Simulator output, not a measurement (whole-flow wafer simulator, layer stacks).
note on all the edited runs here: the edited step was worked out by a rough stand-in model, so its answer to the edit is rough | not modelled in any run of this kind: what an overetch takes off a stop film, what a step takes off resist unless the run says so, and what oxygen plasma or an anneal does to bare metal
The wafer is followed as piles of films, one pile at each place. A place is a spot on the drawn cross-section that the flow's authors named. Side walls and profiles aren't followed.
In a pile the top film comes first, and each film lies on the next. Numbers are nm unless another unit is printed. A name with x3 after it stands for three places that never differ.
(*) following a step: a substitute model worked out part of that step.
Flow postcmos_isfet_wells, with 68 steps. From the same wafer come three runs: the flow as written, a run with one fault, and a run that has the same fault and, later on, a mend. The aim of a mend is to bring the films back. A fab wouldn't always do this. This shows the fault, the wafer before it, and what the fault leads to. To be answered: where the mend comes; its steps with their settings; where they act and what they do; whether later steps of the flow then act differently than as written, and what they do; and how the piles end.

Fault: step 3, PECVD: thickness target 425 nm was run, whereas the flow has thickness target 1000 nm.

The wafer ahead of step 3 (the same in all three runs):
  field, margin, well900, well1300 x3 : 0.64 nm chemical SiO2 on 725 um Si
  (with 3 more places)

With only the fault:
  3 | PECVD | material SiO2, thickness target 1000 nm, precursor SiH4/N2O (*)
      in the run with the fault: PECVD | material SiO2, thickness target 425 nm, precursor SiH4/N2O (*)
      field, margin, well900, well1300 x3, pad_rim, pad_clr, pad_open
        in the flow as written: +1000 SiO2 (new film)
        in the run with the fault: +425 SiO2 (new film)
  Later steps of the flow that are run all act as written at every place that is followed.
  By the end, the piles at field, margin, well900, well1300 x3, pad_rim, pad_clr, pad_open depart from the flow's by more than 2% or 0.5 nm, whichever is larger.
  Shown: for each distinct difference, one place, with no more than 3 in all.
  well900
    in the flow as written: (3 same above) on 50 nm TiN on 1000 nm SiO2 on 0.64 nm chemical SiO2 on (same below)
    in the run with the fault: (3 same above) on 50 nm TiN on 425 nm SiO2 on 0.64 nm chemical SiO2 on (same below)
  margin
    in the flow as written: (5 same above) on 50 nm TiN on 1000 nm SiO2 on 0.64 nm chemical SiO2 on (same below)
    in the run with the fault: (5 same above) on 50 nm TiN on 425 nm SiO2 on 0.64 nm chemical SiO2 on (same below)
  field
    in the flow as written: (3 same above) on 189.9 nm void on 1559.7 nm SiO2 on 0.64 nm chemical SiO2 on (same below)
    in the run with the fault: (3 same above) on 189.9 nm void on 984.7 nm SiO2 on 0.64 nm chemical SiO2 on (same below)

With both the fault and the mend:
  The mend follows step 3.
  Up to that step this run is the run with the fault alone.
  3a | PECVD | material SiO2, thickness target 575 nm, precursor SiH4/N2O (*) (a further turn of the flow's step 3, with different settings)
      field, margin, well900, well1300 x3, pad_rim, pad_clr, pad_open
        +575 SiO2
  Later steps of the flow that are run all act as written at every place that is followed.
  By the end, the piles equal the flow's at every place that both follow.
